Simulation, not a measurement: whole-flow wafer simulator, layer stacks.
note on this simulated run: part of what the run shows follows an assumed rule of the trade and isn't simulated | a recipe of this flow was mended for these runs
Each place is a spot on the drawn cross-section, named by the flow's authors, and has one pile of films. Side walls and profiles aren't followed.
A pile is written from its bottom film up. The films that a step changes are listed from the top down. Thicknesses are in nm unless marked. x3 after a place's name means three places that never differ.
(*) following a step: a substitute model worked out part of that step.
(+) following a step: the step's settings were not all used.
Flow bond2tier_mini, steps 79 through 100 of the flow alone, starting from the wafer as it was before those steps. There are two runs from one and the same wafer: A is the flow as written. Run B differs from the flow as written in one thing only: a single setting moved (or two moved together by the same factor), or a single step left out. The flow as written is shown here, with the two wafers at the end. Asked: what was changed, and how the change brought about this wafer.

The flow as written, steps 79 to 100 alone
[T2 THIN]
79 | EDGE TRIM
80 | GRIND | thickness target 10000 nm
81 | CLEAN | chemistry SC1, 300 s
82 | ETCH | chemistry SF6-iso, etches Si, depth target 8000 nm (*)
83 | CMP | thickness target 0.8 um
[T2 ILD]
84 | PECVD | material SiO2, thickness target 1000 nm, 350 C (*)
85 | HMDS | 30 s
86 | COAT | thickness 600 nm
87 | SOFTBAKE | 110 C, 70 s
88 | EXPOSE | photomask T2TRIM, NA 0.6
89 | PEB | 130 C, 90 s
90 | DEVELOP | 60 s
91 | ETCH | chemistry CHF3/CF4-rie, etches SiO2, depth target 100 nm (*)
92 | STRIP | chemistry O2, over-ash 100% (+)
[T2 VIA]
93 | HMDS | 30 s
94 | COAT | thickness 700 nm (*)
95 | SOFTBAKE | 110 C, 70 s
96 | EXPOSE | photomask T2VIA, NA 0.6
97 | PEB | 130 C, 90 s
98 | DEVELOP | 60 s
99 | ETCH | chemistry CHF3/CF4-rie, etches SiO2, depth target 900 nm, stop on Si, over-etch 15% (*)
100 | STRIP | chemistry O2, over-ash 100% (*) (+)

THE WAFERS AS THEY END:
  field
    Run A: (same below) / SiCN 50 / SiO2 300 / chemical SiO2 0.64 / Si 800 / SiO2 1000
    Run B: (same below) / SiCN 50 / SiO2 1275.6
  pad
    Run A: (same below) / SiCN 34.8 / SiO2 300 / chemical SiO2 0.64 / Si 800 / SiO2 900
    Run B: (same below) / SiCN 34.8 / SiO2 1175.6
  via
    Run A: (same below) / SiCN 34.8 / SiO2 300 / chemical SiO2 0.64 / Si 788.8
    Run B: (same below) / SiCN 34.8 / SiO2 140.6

Cause: step 80, GRIND: thickness target 5500 nm was run, though the flow has thickness target 10000 nm.

The path from the change to this, step by step:
  80 | GRIND | thickness target 10000 nm
      field, pad, via: A -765 um Si | B -769.5 um Si
  82 | ETCH | chemistry SF6-iso, etches Si, depth target 8000 nm (*)
      field, pad, via: A -0.6 chemical SiO2 (all of it), -8000 Si | B -0.6 chemical SiO2 (all of it), -5499.7 Si (all of it), -0.64 chemical SiO2 (all of it), -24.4 SiO2
  83 | CMP | thickness target 0.8 um
      field, pad, via: A -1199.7 Si | B nothing
  84 | PECVD | material SiO2, thickness target 1000 nm, 350 C (*)
      field, pad, via: A +1000 SiO2 (new film) | B +1000 SiO2
  99 | ETCH | chemistry CHF3/CF4-rie, etches SiO2, depth target 900 nm, stop on Si, over-etch 15% (*)
      via: A -900 SiO2 (all of it), -11.2 Si | B -1035 SiO2
